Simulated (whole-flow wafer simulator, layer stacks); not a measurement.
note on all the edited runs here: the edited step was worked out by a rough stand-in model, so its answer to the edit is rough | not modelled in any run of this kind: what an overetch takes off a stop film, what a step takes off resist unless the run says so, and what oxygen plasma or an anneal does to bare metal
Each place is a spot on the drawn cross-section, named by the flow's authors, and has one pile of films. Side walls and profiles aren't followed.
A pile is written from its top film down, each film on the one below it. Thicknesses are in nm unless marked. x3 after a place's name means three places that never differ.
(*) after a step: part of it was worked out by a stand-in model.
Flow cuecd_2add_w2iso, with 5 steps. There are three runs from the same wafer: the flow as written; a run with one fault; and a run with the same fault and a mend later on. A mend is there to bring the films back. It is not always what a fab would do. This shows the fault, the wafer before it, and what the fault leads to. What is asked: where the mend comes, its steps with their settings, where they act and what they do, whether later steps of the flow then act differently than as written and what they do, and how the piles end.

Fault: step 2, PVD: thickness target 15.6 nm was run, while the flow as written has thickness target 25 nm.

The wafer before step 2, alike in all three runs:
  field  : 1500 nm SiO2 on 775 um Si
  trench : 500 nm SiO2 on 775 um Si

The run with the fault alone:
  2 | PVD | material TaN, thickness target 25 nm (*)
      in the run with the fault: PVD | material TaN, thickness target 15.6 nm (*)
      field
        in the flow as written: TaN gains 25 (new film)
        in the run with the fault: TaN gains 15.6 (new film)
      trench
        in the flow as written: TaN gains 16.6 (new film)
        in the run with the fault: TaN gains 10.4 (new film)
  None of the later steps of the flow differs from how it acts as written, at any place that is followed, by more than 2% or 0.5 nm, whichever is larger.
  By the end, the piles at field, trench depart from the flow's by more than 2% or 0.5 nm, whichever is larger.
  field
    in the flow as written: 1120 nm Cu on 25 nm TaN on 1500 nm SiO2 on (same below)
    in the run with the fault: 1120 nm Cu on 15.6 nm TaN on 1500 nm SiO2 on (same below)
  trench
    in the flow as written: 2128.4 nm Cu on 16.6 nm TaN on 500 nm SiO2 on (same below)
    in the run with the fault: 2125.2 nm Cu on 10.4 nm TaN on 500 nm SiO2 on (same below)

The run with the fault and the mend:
  The mend stands after step 2.
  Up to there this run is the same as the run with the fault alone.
  2a | PVD | material TaN, thickness target 9.4 nm (*) (the flow's step 2, run once more with other settings)
      field
        TaN gains 9.4
      trench
        TaN gains 6.21
  None of the later steps of the flow acts differently than as written at any place that is followed.
  By the end, the piles equal the flow's at every place that both follow.
